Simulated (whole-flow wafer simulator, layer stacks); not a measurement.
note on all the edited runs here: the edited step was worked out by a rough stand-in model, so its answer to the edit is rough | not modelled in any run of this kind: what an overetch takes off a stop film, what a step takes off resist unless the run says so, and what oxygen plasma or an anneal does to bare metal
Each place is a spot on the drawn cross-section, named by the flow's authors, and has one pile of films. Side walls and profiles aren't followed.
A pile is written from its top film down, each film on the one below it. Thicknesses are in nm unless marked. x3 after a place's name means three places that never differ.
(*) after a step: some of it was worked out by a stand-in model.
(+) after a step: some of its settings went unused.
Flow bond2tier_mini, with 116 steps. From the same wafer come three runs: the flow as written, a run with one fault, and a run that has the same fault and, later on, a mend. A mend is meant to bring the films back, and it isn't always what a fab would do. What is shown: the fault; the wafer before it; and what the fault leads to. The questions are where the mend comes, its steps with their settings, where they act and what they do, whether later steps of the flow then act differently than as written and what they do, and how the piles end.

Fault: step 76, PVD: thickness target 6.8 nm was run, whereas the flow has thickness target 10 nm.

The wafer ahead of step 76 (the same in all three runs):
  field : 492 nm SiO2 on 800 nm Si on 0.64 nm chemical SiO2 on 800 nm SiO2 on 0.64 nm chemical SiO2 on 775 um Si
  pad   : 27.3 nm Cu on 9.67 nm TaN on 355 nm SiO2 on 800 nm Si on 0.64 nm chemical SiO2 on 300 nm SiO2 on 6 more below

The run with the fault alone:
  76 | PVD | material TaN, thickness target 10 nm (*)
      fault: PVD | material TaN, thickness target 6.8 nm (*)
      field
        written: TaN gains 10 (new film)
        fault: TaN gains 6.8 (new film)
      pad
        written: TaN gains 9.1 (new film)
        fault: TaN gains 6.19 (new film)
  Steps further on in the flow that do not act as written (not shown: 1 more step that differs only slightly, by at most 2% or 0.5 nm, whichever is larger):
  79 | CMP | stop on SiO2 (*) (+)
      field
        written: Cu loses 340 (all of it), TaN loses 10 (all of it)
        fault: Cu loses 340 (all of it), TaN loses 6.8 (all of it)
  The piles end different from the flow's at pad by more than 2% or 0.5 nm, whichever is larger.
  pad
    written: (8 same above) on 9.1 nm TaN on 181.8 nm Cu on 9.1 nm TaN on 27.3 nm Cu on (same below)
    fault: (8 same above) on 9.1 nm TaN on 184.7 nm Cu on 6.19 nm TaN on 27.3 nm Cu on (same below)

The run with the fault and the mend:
  After step 76 comes the mend.
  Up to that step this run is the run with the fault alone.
  76a | PVD | material TaN, thickness target 3.2 nm (*) (the flow's step 76, run once more with other settings)
      field
        TaN gains 3.2
      pad
        TaN gains 2.91
  Every later step of the flow that is run acts as written at every place that is followed.
  By the end, the piles equal the flow's at every place that both follow.
